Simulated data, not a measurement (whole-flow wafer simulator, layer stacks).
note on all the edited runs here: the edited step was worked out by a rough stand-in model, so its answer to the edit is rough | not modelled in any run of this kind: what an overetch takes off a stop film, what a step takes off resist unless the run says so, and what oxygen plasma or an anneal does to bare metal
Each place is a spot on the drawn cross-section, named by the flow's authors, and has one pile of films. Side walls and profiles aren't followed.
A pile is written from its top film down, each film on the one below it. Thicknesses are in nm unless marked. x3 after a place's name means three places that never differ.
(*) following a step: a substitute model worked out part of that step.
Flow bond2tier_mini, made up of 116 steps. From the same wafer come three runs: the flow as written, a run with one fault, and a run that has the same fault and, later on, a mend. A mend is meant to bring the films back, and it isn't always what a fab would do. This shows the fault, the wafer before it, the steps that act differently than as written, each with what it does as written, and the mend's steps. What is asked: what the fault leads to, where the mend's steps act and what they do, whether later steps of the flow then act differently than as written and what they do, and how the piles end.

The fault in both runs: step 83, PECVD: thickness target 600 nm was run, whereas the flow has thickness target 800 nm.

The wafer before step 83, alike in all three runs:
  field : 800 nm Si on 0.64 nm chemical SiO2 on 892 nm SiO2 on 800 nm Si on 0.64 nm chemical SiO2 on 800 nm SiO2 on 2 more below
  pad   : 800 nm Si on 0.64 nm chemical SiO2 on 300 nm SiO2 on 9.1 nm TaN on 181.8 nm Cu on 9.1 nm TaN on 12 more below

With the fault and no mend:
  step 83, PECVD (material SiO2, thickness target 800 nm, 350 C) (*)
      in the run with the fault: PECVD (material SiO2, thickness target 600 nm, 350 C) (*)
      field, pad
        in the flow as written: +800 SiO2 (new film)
        in the run with the fault: +600 SiO2 (new film)
  Later steps of the flow that are run all act as written at every place that is followed.
  At field, pad, the piles at the end differ from the flow's by more than 2% or 0.5 nm, whichever is larger.
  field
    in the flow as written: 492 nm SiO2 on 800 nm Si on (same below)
    in the run with the fault: 292 nm SiO2 on 800 nm Si on (same below)
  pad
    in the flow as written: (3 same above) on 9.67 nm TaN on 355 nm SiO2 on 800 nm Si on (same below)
    in the run with the fault: (3 same above) on 9.67 nm TaN on 155 nm SiO2 on 800 nm Si on (same below)

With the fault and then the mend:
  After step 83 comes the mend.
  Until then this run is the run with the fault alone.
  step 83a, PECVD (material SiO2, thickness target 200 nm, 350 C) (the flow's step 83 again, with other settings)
      field, pad
        +200 SiO2
  Later steps of the flow that are run all act as written at every place that is followed.
  By the end, the piles equal the flow's at every place that both follow.
